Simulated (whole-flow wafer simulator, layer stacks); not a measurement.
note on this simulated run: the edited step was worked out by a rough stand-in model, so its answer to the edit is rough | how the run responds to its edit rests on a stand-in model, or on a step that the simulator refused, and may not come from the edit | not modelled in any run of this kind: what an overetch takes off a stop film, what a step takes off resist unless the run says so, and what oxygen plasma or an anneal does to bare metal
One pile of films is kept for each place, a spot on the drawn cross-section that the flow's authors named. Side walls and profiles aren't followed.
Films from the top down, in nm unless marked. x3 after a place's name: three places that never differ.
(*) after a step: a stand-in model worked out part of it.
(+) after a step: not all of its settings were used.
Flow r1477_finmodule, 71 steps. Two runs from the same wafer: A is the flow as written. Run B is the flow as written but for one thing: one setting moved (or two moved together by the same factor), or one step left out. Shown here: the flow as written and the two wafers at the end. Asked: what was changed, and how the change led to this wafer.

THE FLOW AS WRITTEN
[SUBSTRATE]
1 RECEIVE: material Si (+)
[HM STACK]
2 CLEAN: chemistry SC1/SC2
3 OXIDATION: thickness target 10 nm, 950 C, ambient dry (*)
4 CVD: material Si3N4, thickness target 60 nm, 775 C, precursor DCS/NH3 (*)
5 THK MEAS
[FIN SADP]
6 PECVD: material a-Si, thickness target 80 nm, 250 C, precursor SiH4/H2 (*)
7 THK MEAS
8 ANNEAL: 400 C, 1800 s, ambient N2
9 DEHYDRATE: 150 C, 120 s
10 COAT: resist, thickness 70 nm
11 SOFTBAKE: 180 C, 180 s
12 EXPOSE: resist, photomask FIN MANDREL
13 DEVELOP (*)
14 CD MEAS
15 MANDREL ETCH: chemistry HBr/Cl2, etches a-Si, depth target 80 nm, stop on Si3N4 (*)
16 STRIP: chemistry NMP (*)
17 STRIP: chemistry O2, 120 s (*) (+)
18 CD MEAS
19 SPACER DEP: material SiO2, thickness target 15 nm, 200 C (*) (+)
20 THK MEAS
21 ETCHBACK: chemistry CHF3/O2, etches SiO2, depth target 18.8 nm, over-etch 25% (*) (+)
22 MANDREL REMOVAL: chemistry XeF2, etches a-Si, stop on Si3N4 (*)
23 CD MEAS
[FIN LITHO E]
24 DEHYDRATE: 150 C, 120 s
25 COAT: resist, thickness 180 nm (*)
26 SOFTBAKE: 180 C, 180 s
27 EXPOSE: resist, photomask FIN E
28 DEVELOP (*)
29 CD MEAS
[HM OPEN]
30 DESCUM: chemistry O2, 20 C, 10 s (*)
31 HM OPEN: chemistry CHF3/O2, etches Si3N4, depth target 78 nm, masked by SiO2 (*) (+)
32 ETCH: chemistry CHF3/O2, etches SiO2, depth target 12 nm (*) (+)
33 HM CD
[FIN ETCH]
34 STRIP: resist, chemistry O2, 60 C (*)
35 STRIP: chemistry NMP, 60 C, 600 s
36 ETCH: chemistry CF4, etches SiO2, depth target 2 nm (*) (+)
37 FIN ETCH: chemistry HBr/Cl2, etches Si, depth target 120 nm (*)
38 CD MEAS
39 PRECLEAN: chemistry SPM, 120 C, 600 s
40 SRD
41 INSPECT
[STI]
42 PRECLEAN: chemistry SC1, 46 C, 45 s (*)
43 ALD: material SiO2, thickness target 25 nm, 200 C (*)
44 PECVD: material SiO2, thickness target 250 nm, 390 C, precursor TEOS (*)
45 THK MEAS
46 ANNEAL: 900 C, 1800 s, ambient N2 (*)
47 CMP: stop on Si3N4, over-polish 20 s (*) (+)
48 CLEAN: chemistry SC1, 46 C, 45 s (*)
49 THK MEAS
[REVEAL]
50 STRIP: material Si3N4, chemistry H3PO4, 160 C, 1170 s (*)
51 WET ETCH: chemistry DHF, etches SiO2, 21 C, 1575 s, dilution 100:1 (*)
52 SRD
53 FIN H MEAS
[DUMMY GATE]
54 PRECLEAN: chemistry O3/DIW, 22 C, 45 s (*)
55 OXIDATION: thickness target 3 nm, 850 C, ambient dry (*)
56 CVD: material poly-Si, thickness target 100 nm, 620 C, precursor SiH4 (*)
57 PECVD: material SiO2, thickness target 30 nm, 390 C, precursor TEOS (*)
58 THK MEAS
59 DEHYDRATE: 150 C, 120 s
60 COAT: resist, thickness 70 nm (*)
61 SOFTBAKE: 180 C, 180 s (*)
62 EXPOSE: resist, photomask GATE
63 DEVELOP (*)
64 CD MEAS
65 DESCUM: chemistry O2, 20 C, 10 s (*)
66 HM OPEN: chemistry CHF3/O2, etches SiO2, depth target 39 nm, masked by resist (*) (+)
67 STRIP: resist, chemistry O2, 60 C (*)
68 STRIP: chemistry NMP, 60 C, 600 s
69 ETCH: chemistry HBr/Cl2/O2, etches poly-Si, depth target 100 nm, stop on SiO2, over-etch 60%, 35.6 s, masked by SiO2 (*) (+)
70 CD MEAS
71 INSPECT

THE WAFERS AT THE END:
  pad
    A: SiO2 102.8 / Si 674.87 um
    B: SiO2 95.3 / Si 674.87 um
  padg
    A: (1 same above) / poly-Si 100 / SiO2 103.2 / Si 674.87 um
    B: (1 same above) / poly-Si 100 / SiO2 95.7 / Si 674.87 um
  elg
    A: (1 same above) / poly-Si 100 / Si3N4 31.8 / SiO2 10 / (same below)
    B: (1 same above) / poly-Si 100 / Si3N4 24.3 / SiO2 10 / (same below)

The cause: step 4, CVD: thickness target 52.5 nm was run, where the flow has thickness target 60 nm.

How the change led to this, step by step:
  4 CVD: material Si3N4, thickness target 60 nm, 775 C, precursor DCS/NH3 (*)
      pad, padg, elg and 33 more: A Si3N4 +60 (new film) | B Si3N4 +52.5 (new film)
  31 HM OPEN: chemistry CHF3/O2, etches Si3N4, depth target 78 nm, masked by SiO2 (*) (+)
      s40cg, s45cg, s50cg, s40co, s45co, s50co: A Si3N4 -60 (all of it), SiO2 -9 | B Si3N4 -52.5 (all of it), SiO2 -10 (all of it)
      pad, padg, esg and 13 more: A Si3N4 -56.4 (all of it), SiO2 -10 (all of it) | B Si3N4 -48.9 (all of it), SiO2 -10 (all of it)
      (and at 14 more places)
  32 ETCH: chemistry CHF3/O2, etches SiO2, depth target 12 nm (*) (+)
      s40cg, s40co: A SiO2 -1 (all of it), Si -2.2 | B Si -2.09
      s45cg, s45co: A SiO2 -1 (all of it), Si -2.2 | B Si -2.13
      (and at 2 more places)
  34 STRIP: resist, chemistry O2, 60 C (*)
      elg, e40lg, e100lg, e200lg, elo, e40lo, e100lo, e200lo: A resist -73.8 (all of it) | B resist -78.4 (all of it)
  43 ALD: material SiO2, thickness target 25 nm, 200 C (*)
      s45cg, s50cg, s45co, s50co: A SiO2 +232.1 (new film) | B SiO2 +226.9 (new film)
      s40cg, s40co: A SiO2 +232.1 (new film) | B SiO2 +226.8 (new film)
      (and at 1 more place)
  47 CMP: stop on Si3N4, over-polish 20 s (*) (+)
      pad, padg, e40sg and 11 more: A SiO2 -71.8 | B SiO2 -79.3
      eso: A SiO2 -72.4 | B SiO2 -79.9
  50 STRIP: material Si3N4, chemistry H3PO4, 160 C, 1170 s (*)
      s40sg_line, s45sg_line, s50sg_line, s40so_line, s45so_line, s50so_line: A Si3N4 -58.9 (all of it), SiO2 -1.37 | B Si3N4 -51.4 (all of it), SiO2 -1.6
  56 CVD: material poly-Si, thickness target 100 nm, 620 C, precursor SiH4 (*)
      s40cg, s40co: A poly-Si +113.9 (new film) | B poly-Si +123.4 (new film)
      s45cg, s45co: A poly-Si +113.4 (new film) | B poly-Si +123.4 (new film)
      (and at 2 more places)
  60 COAT: resist, thickness 70 nm (*)
      s40cg, s40co: A resist +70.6 (new film) | B resist +68.8 (new film)
      s40sg, s40so: A resist +91 (new film) | B resist +98.7 (new film)
      (and at 6 more places)
  63 DEVELOP (*)
      s40co: A resist -70.6 (all of it) | B resist -68.8 (all of it)
      s40so: A resist -91 (all of it) | B resist -98.7 (all of it)
      (and at 3 more places)
  67 STRIP: resist, chemistry O2, 60 C (*)
      s40cg: A resist -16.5 (all of it) | B resist -14.7 (all of it)
      s40sg: A resist -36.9 (all of it) | B resist -44.6 (all of it)
      (and at 3 more places)
  69 ETCH: chemistry HBr/Cl2/O2, etches poly-Si, depth target 100 nm, stop on SiO2, over-etch 60%, 35.6 s, masked by SiO2 (*) (+)
      s40co: A chemical SiO2 -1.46 (all of it), poly-Si -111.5 (all of it), SiO2 -0.24 | B chemical SiO2 -1.46 (all of it), poly-Si -121 (all of it), SiO2 -0.2
      s45co: A chemical SiO2 -1.46 (all of it), poly-Si -110.9 (all of it), SiO2 -0.25 | B chemical SiO2 -1.46 (all of it), poly-Si -121 (all of it), SiO2 -0.2
      (and at 1 more place)
